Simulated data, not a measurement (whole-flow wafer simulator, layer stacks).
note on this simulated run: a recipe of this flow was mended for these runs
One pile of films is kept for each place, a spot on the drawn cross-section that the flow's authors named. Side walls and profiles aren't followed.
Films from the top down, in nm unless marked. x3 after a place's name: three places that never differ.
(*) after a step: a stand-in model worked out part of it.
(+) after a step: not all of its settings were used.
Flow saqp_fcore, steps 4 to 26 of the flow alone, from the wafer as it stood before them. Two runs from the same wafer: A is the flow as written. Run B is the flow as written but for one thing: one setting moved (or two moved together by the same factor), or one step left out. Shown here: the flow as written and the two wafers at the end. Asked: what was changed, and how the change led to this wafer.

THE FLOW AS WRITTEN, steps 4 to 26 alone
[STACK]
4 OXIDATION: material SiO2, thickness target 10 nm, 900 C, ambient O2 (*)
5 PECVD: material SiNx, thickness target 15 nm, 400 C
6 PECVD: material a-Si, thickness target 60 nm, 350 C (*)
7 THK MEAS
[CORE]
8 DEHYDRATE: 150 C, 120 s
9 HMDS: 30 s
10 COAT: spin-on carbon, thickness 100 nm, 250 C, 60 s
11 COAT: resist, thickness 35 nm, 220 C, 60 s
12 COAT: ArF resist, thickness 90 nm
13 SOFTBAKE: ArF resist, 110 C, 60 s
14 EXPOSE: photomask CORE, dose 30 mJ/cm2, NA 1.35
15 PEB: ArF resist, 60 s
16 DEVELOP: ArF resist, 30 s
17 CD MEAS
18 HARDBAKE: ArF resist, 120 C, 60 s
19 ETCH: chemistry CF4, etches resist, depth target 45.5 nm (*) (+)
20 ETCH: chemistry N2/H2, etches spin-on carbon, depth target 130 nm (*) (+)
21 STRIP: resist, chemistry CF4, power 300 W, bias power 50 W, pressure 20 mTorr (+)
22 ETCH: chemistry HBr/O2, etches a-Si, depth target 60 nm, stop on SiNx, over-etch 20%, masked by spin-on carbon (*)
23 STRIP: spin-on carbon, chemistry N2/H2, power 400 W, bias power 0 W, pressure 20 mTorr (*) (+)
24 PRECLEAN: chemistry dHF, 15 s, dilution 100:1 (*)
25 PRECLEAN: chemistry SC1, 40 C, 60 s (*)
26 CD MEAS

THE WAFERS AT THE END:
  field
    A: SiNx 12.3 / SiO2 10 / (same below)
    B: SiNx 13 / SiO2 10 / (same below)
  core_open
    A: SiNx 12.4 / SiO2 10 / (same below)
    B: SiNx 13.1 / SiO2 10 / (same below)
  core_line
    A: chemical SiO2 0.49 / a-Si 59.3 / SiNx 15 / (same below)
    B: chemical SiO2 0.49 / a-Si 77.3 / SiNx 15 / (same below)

The cause: step 6, PECVD: thickness target 78 nm was run, where the flow has thickness target 60 nm.

How the change led to this, step by step:
  6 PECVD: material a-Si, thickness target 60 nm, 350 C (*)
      field, core_open, core_line: A a-Si +60 (new film) | B a-Si +78 (new film)
  22 ETCH: chemistry HBr/O2, etches a-Si, depth target 60 nm, stop on SiNx, over-etch 20%, masked by spin-on carbon (*)
      field: A a-Si -36.8 (all of it), SiNx -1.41 | B a-Si -54.8 (all of it), SiNx -0.69
      core_open: A a-Si -39.4 (all of it), SiNx -1.3 | B a-Si -57.4 (all of it), SiNx -0.58
      (and at 1 more place)
  23 STRIP: spin-on carbon, chemistry N2/H2, power 400 W, bias power 0 W, pressure 20 mTorr (*) (+)
      core_line: A spin-on carbon -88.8 (all of it) | B spin-on carbon -84.4 (all of it)
